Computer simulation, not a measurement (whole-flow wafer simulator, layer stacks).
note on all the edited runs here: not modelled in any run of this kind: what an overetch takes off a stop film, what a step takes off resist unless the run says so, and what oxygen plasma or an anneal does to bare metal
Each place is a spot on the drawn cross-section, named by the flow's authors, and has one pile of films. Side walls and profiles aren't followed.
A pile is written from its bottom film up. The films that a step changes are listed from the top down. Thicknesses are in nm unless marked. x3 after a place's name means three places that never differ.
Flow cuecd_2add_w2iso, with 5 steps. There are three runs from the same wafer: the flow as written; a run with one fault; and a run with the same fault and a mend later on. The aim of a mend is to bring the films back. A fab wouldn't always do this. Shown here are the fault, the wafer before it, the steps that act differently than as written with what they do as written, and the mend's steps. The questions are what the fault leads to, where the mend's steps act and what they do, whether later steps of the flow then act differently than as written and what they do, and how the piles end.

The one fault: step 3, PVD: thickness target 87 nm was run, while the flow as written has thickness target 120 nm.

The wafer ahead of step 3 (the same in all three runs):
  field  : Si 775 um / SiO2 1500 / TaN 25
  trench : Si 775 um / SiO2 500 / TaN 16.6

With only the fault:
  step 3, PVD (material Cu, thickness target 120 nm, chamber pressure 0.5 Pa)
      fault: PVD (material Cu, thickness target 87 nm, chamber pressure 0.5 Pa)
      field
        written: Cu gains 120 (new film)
        fault: Cu gains 87 (new film)
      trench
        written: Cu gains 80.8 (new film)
        fault: Cu gains 58.7 (new film)
  None of the later steps of the flow differs from how it acts as written, at any place that is followed, by more than 2% or 0.5 nm, whichever is larger.
  At field, the piles at the end differ from the flow's by more than 2% or 0.5 nm, whichever is larger.
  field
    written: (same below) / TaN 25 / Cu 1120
    fault: (same below) / TaN 25 / Cu 1087

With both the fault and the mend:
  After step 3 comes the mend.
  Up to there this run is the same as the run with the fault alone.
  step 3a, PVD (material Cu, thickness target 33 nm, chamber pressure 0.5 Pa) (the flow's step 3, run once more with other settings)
      field
        Cu gains 33
      trench
        Cu gains 21.7
  None of the later steps of the flow differs from how it acts as written, at any place that is followed, by more than 2% or 0.5 nm, whichever is larger.
  At every place that both follow, the piles at the end match the flow's.
